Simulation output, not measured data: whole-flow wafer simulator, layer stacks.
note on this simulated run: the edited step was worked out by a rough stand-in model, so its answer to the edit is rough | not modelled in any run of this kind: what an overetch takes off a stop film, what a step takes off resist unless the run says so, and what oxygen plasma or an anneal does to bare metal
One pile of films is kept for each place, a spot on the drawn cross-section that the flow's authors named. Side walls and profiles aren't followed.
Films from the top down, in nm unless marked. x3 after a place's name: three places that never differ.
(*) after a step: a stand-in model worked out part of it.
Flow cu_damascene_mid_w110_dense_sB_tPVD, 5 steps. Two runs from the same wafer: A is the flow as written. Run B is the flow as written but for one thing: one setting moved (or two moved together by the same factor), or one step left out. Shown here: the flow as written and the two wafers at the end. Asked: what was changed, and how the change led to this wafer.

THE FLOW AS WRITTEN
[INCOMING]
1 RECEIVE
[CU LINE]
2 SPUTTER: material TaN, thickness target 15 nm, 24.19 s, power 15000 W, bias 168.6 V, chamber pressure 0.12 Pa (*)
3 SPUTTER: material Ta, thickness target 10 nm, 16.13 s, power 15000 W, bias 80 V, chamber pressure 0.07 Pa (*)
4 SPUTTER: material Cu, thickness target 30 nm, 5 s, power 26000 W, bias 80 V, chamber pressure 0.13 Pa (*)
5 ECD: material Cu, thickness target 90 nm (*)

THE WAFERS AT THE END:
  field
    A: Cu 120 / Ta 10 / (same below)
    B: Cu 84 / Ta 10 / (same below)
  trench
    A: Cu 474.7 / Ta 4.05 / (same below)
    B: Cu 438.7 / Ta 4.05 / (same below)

The cause: step 5, ECD: thickness target 54 nm was run, where the flow has thickness target 90 nm.

How the change led to this, step by step:
  5 ECD: material Cu, thickness target 90 nm (*)
      field: A Cu +90 | B Cu +54
      trench: A Cu +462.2 | B Cu +426.2
